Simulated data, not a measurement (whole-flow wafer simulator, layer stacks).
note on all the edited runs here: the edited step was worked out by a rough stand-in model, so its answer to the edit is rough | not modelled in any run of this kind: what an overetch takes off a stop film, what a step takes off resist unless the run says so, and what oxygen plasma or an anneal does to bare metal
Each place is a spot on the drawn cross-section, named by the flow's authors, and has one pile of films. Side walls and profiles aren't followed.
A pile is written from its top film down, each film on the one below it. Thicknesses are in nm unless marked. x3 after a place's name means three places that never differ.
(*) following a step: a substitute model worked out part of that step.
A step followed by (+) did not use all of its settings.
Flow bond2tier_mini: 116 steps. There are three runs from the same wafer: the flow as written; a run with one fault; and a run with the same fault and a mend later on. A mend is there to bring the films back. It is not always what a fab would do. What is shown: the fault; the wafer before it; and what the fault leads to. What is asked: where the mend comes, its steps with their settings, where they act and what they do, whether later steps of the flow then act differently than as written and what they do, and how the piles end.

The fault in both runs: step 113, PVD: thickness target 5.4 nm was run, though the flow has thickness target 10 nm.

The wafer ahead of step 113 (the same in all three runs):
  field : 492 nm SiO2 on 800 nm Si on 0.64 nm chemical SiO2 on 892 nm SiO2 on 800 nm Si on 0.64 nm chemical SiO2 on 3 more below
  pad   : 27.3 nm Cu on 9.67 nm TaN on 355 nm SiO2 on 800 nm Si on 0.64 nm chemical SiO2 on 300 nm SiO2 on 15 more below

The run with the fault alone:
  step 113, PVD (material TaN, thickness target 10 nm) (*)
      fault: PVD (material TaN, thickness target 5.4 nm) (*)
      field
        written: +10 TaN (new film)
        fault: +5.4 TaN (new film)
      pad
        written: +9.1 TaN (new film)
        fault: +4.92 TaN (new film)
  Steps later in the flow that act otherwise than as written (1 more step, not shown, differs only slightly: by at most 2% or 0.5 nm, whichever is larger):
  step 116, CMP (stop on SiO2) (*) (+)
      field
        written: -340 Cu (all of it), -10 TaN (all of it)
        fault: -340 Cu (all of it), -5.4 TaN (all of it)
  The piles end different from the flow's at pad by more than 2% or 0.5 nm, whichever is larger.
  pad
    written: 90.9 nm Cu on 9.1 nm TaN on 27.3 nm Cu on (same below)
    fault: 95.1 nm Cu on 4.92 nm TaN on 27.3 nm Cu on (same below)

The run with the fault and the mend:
  After step 113 comes the mend.
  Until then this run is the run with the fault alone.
  step 113a, PVD (material TaN, thickness target 4.6 nm) (*) (a further turn of the flow's step 113, with different settings)
      field
        +4.6 TaN
      pad
        +4.18 TaN
  Later steps of the flow that are run all act as written at every place that is followed.
  The piles end the same as the flow's at every place that both follow.
